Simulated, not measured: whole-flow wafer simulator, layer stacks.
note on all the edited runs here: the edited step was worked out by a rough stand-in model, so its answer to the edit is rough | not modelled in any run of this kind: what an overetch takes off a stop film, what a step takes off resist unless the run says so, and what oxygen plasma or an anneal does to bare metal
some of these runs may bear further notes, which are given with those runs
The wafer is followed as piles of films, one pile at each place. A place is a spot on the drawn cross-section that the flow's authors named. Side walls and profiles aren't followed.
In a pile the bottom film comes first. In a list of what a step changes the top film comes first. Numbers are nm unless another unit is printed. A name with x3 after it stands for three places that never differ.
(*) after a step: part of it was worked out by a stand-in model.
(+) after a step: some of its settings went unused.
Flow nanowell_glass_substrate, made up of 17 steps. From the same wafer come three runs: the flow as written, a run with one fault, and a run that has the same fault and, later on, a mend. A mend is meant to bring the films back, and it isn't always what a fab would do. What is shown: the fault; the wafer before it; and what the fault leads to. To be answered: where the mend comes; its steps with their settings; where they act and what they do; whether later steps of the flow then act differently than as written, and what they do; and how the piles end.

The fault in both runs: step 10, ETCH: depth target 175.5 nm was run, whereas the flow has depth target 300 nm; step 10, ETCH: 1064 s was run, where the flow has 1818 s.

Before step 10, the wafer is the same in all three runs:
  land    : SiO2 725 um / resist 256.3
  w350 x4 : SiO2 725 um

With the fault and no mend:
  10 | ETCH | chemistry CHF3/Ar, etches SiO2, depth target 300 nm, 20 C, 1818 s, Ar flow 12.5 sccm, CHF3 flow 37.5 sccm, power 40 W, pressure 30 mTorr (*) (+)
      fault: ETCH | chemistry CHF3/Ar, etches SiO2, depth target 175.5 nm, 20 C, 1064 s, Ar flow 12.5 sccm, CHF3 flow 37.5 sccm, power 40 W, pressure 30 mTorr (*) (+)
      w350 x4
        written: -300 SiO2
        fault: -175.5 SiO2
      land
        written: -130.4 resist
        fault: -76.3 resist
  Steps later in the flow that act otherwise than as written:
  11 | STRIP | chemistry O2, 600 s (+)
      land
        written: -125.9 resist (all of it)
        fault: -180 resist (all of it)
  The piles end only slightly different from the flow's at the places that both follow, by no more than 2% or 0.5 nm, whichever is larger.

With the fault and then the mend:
  The mend stands after step 10.
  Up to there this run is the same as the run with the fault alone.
  10a | ETCH | chemistry CHF3/Ar, etches SiO2, depth target 124.5 nm, 20 C, 754.5 s, Ar flow 12.5 sccm, CHF3 flow 37.5 sccm, power 40 W, pressure 30 mTorr (*) (+) (the flow's step 10 again, with other settings)
      w350 x4
        -124.5 SiO2
      land
        -54.1 resist
  Later steps of the flow that are run all act as written at every place that is followed.
  By the end, the piles equal the flow's at every place that both follow.
